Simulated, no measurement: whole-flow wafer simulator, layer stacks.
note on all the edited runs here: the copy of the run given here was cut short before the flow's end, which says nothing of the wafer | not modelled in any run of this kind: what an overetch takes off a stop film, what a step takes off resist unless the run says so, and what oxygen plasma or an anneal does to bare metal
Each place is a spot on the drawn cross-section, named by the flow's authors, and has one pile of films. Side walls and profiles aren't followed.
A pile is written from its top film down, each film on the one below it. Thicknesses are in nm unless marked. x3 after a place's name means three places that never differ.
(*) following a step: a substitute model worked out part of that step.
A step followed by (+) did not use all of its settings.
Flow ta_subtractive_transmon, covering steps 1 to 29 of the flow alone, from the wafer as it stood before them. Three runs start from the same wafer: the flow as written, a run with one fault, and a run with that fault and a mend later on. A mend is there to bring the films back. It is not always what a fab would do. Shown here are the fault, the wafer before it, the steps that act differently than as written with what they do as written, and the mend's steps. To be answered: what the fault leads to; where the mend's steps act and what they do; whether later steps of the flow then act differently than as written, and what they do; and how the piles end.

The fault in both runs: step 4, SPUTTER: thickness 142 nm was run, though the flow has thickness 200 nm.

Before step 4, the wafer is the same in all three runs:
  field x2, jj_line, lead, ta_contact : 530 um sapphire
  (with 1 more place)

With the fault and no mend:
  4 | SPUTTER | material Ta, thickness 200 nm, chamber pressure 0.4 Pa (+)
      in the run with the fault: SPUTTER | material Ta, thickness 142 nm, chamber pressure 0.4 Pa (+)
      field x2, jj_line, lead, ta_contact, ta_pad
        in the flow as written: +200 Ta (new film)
        in the run with the fault: +142 Ta (new film)
  Steps further on in the flow that do not act as written (1 other step is not shown; it differs only slightly, by no more than 2% or 0.5 nm, whichever is larger):
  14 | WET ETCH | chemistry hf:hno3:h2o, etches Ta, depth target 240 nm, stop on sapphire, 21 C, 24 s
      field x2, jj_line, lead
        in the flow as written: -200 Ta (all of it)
        in the run with the fault: -142 Ta (all of it)
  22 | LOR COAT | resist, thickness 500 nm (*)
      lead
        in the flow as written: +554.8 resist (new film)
        in the run with the fault: +539.7 resist (new film)
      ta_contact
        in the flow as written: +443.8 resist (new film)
        in the run with the fault: +459 resist (new film)
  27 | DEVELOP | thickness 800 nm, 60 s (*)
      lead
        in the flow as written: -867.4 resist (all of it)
        in the run with the fault: -848.6 resist (all of it)
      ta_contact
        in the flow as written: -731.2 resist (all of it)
        in the run with the fault: -750.2 resist (all of it)
  By the end, the piles at ta_contact, ta_pad depart from the flow's by more than 2% or 0.5 nm, whichever is larger.
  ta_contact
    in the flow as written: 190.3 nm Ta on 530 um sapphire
    in the run with the fault: 132.3 nm Ta on 530 um sapphire
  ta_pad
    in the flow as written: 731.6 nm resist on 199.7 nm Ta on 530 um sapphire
    in the run with the fault: 740.7 nm resist on 141.7 nm Ta on 530 um sapphire

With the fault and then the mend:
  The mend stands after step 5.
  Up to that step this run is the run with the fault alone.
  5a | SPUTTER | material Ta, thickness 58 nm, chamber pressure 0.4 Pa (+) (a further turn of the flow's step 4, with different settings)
      field x2, jj_line, lead, ta_contact, ta_pad
        +58 Ta
  Later steps of the flow that are run all act as written at every place that is followed.
  The piles end the same as the flow's at every place that both follow.
